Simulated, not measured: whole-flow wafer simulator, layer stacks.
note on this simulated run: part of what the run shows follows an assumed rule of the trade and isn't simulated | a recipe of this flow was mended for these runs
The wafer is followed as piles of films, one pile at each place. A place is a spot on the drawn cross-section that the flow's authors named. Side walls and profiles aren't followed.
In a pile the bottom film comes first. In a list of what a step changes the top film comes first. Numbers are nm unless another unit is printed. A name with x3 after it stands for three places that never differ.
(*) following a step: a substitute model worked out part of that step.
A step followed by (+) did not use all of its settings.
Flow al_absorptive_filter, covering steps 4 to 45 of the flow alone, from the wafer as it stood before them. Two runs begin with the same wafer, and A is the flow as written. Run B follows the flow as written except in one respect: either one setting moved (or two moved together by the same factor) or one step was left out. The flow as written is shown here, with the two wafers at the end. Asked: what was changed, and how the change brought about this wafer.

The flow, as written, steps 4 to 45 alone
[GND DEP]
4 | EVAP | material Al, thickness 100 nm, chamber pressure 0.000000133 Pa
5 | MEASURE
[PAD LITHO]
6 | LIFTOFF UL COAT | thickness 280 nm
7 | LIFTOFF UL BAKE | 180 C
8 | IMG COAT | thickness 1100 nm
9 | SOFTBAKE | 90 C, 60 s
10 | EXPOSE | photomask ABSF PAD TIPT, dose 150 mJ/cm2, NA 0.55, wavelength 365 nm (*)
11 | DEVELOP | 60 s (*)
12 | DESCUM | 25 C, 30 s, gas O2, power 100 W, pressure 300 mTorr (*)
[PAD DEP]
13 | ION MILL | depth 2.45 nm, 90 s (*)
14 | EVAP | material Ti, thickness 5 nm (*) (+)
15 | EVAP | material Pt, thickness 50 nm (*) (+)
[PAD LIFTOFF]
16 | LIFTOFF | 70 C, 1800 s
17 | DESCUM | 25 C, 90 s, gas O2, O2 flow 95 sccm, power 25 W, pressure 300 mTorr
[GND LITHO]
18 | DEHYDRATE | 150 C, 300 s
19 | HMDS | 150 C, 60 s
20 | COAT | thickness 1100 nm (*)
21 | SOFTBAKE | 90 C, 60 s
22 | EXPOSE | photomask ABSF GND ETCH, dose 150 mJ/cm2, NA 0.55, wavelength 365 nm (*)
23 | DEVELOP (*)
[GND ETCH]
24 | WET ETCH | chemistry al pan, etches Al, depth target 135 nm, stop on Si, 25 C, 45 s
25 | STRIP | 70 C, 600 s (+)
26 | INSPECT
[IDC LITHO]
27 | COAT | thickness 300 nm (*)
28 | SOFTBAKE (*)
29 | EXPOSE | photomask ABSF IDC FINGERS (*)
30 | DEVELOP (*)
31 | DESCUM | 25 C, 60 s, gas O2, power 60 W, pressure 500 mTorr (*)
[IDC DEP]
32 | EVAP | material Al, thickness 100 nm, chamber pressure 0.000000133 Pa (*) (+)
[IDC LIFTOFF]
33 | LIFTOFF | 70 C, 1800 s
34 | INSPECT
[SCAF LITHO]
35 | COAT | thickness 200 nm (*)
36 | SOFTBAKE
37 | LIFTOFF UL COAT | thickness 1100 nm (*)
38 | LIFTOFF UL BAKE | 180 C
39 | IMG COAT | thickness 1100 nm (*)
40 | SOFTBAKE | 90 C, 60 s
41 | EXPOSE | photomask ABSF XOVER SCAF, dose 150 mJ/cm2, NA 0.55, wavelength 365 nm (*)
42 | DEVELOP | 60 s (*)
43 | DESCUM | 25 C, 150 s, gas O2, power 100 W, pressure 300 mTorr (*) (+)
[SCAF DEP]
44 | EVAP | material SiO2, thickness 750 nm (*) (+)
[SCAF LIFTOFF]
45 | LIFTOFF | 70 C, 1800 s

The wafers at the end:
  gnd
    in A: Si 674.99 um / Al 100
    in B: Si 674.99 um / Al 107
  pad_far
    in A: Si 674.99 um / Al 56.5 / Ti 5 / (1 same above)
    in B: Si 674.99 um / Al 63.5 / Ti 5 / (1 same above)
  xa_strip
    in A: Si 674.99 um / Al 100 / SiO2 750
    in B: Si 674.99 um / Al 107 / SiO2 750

The reason: step 4, EVAP: thickness 107 nm was run, while the flow as written has thickness 100 nm.
The wafer itself shows it: gnd has Al 107, and step 4 as written asks for 100 nm.

Step by step, how the change led to this:
  4 | EVAP | material Al, thickness 100 nm, chamber pressure 0.000000133 Pa
      gnd, pad_far, pad_near and 11 more: A +100 Al (new film) | B +107 Al (new film)
  24 | WET ETCH | chemistry al pan, etches Al, depth target 135 nm, stop on Si, 25 C, 45 s
      res, xl_gap, idc_field, idc_line, idc_space: A -86.7 Al (all of it) | B -93.7 Al (all of it)
